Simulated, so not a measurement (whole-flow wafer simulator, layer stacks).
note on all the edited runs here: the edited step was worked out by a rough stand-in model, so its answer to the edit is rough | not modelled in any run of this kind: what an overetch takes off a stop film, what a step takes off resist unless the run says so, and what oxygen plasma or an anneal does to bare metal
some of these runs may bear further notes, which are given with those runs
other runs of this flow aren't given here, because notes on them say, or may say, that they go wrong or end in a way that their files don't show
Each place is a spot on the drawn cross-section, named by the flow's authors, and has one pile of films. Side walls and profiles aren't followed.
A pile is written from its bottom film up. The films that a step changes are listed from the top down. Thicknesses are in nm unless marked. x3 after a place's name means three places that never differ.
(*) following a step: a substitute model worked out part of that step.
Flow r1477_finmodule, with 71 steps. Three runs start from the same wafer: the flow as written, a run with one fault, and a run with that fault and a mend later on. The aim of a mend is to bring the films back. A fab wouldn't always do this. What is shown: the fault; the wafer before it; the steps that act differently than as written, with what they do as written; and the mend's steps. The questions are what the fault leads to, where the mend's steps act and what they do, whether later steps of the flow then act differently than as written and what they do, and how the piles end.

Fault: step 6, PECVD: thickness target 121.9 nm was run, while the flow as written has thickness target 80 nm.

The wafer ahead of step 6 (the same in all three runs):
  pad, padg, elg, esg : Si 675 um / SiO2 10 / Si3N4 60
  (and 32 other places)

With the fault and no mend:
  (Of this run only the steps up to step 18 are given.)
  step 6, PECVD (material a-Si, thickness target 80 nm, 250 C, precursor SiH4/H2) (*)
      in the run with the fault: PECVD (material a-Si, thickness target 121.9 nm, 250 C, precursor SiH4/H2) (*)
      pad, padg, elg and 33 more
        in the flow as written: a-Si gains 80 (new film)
        in the run with the fault: a-Si gains 121.9 (new film)
  Steps further on in the flow that do not act as written:
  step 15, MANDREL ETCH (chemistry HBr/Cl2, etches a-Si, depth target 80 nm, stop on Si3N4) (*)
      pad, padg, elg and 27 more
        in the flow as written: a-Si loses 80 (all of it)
        in the run with the fault: a-Si loses 80
  The piles after step 18 differ from the flow's at pad, padg, elg and 33 more by more than 2% or 0.5 nm, whichever is larger.
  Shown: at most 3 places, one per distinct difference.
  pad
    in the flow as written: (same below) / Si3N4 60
    in the run with the fault: (same below) / Si3N4 60 / a-Si 41.9
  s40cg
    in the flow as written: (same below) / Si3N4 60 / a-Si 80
    in the run with the fault: (same below) / Si3N4 60 / a-Si 121.9

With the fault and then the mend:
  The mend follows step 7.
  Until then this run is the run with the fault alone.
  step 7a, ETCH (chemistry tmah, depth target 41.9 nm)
      pad, padg, elg and 33 more
        a-Si loses 41.9
  Every later step of the flow that is run acts as written at every place that is followed.
  At every place that both follow, the piles at the end match the flow's.
